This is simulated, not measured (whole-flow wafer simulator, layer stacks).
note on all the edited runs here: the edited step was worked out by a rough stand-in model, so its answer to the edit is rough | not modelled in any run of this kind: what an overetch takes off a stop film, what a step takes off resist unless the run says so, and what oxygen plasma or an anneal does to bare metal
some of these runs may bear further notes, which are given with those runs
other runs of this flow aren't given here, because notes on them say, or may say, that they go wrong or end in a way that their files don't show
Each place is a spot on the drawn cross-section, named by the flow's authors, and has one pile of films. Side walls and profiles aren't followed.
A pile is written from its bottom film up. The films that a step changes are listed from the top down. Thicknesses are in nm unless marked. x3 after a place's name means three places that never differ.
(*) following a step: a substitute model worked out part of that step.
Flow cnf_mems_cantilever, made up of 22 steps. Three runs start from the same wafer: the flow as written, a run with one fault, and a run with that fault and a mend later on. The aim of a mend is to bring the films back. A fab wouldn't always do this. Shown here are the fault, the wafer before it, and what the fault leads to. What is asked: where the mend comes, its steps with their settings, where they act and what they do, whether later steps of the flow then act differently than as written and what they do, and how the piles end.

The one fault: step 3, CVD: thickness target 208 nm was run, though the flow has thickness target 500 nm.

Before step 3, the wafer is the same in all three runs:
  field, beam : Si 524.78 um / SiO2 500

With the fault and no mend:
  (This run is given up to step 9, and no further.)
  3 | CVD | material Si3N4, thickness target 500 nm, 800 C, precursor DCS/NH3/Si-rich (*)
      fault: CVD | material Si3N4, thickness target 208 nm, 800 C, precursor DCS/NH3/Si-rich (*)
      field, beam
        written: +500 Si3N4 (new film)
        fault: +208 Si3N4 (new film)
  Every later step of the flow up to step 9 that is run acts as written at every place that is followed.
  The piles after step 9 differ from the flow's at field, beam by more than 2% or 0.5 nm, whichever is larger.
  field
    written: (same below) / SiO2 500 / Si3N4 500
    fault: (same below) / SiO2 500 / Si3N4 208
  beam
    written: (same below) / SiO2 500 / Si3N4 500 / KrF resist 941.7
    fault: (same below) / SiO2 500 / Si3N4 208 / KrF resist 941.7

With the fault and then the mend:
  The mend stands after step 9.
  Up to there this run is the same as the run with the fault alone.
  9a | STRIP | chemistry O2, power 800 W (*)
      beam
        -941.7 KrF resist (all of it)
  9b | CLEAN | chemistry SC1/SC2 (*) (the flow's step 1 again)
      alters no film at any place that is followed
  9c | CVD | material Si3N4, thickness target 292 nm, 800 C, precursor DCS/NH3/Si-rich (*) (the flow's step 3 again, with other settings)
      field, beam
        +292 Si3N4
  9d | HMDS (the flow's step 4 again)
      alters no film at any place that is followed
  9e | COAT | KrF resist, thickness 1000 nm (the flow's step 5 again)
      field, beam
        +1000 KrF resist (new film)
  9f | SOFTBAKE | KrF resist (the flow's step 6 again)
      alters no film at any place that is followed
  9g | EXPOSE | photomask CANTILEVER (the flow's step 7 again)
      alters no film at any place that is followed
  9h | PEB | KrF resist, 135 C, 90 s (the flow's step 8 again)
      field, beam
        -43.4 KrF resist
  9i | DEVELOP | developer TMAH-0.26N, 60 s (the flow's step 9 again)
      field
        -956.6 KrF resist (all of it)
      beam
        -14.9 KrF resist
  Every later step of the flow that is run acts as written at every place that is followed.
  By the end, the piles equal the flow's at every place that both follow.
